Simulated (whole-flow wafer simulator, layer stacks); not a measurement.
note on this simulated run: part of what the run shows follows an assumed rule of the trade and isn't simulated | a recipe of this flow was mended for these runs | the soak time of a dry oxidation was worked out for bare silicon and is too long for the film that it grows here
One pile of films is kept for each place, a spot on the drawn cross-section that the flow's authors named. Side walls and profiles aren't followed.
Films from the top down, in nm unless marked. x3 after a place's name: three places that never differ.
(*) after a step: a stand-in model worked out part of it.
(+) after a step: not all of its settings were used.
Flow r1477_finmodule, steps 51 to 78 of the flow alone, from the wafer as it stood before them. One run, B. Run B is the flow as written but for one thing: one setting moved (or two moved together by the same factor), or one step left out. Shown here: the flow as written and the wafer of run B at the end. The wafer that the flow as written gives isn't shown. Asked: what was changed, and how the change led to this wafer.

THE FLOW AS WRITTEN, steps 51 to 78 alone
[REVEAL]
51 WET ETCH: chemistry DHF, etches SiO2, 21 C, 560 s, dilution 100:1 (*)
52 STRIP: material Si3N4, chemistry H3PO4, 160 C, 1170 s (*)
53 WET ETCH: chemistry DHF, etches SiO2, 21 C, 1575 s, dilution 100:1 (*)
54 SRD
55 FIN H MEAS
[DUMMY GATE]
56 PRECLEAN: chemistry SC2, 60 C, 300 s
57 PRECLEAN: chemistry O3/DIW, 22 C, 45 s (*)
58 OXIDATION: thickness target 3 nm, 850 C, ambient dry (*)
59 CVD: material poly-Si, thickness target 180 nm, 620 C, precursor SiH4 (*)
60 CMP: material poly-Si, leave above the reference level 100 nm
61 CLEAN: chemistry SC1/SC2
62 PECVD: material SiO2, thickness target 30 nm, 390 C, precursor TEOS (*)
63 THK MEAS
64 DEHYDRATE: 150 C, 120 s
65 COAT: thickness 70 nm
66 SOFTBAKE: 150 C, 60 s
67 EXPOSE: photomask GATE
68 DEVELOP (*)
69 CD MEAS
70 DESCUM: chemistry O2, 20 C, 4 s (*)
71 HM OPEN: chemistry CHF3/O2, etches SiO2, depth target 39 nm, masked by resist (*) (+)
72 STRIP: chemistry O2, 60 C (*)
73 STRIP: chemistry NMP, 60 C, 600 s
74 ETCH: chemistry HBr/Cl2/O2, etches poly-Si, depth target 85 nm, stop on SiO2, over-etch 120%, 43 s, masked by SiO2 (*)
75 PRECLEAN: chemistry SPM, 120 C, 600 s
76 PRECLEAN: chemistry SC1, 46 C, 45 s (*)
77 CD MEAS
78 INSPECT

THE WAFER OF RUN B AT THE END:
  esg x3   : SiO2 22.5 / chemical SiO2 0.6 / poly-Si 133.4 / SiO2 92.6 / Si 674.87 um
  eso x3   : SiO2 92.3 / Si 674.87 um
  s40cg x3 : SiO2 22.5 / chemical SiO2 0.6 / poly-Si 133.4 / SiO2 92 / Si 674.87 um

The cause: step 53, WET ETCH: 1323 s was run, where the flow has 1575 s.

How the change led to this, step by step:
  53 WET ETCH: chemistry DHF, etches SiO2, 21 C, 1575 s, dilution 100:1 (*)
      esg x3, e200sg, s40cg x3, s40sg x3, eso x3, e200so, s40co x3, s40so x3: SiO2 -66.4 (as written it would be: SiO2 -79.1)
      pad, padg: SiO2 -72 (as written it would be: SiO2 -85.7)
  59 CVD: material poly-Si, thickness target 180 nm, 620 C, precursor SiH4 (*)
      esg x3, s40cg x3, s40sg x3, eso x3, s40co x3, s40so x3: poly-Si +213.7 (new film) (as written it would be: poly-Si +226.3 (new film))
      e200sg, e200so: poly-Si +206.6 (new film) (as written it would be: poly-Si +219.2 (new film))
  60 CMP: material poly-Si, leave above the reference level 100 nm
      pad, padg: poly-Si -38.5 (as written it would be: poly-Si -24.8)
  74 ETCH: chemistry HBr/Cl2/O2, etches poly-Si, depth target 85 nm, stop on SiO2, over-etch 120%, 43 s, masked by SiO2 (*)
      eso x3, e200so, s40co x3, s40so x3: chemical SiO2 -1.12 (all of it), poly-Si -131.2 (all of it), SiO2 -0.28 (as written it would be: chemical SiO2 -1.12 (all of it), poly-Si -143.9 (all of it), SiO2 -0.22)
      pad: chemical SiO2 -1.12 (all of it), poly-Si -139.1 (all of it), SiO2 -0.24 (as written it would be: chemical SiO2 -1.12 (all of it), poly-Si -152.8 (all of it), SiO2 -0.17)
